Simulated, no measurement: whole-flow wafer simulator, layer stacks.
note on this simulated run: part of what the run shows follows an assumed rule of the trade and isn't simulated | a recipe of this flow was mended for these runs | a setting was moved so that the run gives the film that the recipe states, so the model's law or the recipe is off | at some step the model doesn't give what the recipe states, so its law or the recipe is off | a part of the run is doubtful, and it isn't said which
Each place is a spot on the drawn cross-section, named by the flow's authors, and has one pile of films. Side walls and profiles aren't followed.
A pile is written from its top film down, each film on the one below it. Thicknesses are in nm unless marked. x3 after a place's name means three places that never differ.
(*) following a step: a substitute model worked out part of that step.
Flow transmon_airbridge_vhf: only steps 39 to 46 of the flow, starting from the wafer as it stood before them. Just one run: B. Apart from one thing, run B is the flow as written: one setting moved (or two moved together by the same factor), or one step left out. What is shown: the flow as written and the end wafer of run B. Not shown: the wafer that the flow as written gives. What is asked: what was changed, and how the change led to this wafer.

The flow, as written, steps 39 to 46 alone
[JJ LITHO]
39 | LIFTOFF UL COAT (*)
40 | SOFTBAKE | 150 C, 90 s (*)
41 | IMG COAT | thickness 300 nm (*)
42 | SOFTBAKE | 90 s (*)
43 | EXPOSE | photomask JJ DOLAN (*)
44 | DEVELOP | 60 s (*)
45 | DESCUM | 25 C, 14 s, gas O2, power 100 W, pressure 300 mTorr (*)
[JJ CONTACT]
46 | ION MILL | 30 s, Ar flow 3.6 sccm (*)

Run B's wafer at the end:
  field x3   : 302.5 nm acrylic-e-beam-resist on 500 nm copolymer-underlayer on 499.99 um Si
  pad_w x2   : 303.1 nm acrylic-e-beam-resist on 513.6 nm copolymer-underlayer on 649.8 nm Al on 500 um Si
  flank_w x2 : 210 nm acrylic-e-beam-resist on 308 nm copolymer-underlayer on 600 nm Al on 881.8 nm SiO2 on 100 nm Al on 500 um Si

Cause: step 41, IMG COAT: thickness 336 nm was run, though the flow has thickness 300 nm; step 46, ION MILL: 33.6 s was run, where the flow has 30 s.

Step by step, how the change led to this:
  41 | IMG COAT | thickness 300 nm (*)
      field x3, jj_line, ground_far x3: acrylic-e-beam-resist gains 336 (new film) (in the flow as written it would be: acrylic-e-beam-resist gains 300 (new film))
      pad_w x2: acrylic-e-beam-resist gains 336.6 (new film) (in the flow as written it would be: acrylic-e-beam-resist gains 300.2 (new film))
      (also at 8 further places)
  44 | DEVELOP | 60 s (*)
      jj_line: acrylic-e-beam-resist loses 336 (all of it), copolymer-underlayer loses 500 (all of it) (in the flow as written it would be: acrylic-e-beam-resist loses 300 (all of it), copolymer-underlayer loses 500 (all of it))
  46 | ION MILL | 30 s, Ar flow 3.6 sccm (*)
      field x3, ground_far x3, pad_w x2, flank_w x2, gap_w x2, cpw_trace, margin_s x2, bridge_strip: acrylic-e-beam-resist loses 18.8 (in the flow as written it would be: acrylic-e-beam-resist loses 16.8)
      jj_line: Si loses 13 (in the flow as written it would be: Si loses 11.6)
